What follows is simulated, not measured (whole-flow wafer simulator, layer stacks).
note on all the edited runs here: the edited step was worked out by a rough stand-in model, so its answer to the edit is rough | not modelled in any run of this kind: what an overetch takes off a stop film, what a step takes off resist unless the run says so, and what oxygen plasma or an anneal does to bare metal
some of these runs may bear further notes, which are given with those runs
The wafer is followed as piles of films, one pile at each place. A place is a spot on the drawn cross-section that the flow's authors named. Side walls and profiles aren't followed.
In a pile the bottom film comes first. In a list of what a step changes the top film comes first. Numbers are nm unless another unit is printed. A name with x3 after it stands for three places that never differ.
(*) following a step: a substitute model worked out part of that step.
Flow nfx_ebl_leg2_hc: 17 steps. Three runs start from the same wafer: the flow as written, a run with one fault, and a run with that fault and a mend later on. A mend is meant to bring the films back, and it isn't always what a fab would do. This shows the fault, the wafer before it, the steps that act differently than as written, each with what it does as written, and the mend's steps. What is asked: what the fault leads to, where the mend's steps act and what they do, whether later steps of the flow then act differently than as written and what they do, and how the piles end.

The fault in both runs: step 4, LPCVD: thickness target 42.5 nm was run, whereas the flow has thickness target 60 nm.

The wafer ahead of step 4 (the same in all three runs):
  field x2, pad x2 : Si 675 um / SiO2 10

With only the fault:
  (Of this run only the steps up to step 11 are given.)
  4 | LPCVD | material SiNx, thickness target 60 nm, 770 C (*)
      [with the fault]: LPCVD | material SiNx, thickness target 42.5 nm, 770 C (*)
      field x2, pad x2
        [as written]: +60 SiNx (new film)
        [with the fault]: +42.5 SiNx (new film)
  None of the later steps of the flow up to step 11 acts differently than as written at any place that is followed.
  The piles after step 11 differ from the flow's at field x2, pad x2 by more than 2% or 0.5 nm, whichever is larger.
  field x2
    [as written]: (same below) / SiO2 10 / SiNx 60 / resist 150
    [with the fault]: (same below) / SiO2 10 / SiNx 42.5 / resist 150
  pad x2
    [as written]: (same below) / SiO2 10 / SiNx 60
    [with the fault]: (same below) / SiO2 10 / SiNx 42.5

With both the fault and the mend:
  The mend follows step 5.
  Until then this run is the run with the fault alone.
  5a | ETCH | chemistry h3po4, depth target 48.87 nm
      field x2, pad x2
        -42.5 SiNx (all of it)
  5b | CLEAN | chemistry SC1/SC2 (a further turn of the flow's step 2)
      does not change any film at any place that is followed
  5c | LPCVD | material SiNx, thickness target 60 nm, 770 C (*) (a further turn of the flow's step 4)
      field x2, pad x2
        +60 SiNx (new film)
  None of the later steps of the flow acts differently than as written at any place that is followed.
  The piles end the same as the flow's at every place that both follow.
